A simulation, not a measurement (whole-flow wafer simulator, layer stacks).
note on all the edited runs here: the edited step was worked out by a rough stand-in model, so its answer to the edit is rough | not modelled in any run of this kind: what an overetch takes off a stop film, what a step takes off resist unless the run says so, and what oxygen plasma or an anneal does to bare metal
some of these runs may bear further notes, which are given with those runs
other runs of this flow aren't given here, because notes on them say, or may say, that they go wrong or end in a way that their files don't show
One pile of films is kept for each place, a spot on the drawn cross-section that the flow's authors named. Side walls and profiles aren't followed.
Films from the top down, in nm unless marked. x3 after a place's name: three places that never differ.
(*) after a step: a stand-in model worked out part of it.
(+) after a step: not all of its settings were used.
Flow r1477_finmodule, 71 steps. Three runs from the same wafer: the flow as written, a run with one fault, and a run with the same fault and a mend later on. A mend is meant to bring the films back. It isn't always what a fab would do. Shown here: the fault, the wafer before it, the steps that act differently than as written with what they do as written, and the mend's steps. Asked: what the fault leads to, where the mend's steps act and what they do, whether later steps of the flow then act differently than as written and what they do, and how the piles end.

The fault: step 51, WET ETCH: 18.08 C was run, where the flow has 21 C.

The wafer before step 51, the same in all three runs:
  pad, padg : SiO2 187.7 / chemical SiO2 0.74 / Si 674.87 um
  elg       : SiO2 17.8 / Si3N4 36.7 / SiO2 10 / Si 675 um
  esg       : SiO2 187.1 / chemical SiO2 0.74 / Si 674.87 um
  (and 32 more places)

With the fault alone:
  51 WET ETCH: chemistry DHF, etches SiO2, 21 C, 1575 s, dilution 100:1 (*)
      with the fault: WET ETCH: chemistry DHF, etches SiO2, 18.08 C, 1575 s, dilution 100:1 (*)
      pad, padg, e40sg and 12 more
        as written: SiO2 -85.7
        with the fault: SiO2 -76
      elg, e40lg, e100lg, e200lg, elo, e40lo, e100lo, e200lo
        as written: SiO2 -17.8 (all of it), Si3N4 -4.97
        with the fault: SiO2 -17.8 (all of it), Si3N4 -3.92
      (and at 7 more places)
  Later steps of the flow that act differently than as written (1 more step differs only slightly, by at most 2% or 0.5 nm, whichever is larger, and isn't shown):
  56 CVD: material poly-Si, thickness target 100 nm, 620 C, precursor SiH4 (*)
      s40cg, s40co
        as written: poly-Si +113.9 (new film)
        with the fault: poly-Si +105 (new film)
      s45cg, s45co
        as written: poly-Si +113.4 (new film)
        with the fault: poly-Si +104.4 (new film)
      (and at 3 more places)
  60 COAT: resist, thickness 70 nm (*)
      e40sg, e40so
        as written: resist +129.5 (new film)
        with the fault: resist +121.3 (new film)
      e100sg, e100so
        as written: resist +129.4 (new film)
        with the fault: resist +121.2 (new film)
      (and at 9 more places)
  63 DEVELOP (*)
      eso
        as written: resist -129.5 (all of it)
        with the fault: resist -121.2 (all of it)
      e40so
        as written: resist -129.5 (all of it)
        with the fault: resist -121.3 (all of it)
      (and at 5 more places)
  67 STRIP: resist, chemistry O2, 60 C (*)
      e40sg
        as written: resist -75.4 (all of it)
        with the fault: resist -67.1 (all of it)
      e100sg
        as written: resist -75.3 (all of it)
        with the fault: resist -67.1 (all of it)
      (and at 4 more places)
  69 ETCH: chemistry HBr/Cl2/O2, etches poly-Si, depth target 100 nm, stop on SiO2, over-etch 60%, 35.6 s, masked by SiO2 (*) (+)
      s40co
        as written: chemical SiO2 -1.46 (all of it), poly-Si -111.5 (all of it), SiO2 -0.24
        with the fault: chemical SiO2 -1.41 (all of it), poly-Si -102.5 (all of it), SiO2 -0.29
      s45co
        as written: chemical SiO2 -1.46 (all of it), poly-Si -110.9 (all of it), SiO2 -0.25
        with the fault: chemical SiO2 -1.41 (all of it), poly-Si -102 (all of it), SiO2 -0.29
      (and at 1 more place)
  At the end the piles differ from the flow's by more than 2% or 0.5 nm, whichever is larger, at pad, padg, elg and 27 more.
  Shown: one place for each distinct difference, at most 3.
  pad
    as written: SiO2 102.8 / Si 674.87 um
    with the fault: SiO2 112.5 / Si 674.87 um
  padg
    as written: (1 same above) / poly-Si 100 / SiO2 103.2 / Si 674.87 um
    with the fault: (1 same above) / poly-Si 100 / SiO2 112.9 / Si 674.87 um
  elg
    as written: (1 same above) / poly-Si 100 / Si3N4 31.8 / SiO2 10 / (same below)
    with the fault: (1 same above) / poly-Si 100 / Si3N4 32.8 / SiO2 10 / (same below)

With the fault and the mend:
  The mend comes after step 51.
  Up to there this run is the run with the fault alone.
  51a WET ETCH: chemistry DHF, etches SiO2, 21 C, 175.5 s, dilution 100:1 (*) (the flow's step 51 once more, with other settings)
      pad, padg, e40sg and 12 more
        SiO2 -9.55
      elg, e40lg, e100lg, e200lg, elo, e40lo, e100lo, e200lo
        Si3N4 -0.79
      esg, s40cg, s45cg, s50cg, s40co, s45co, s50co
        SiO2 -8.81
  No later step of the flow acts differently than as written, at any place that is followed, by more than 2% or 0.5 nm, whichever is larger.
  At the end the piles differ from the flow's only slightly at the places that both follow, by at most 2% or 0.5 nm, whichever is larger.
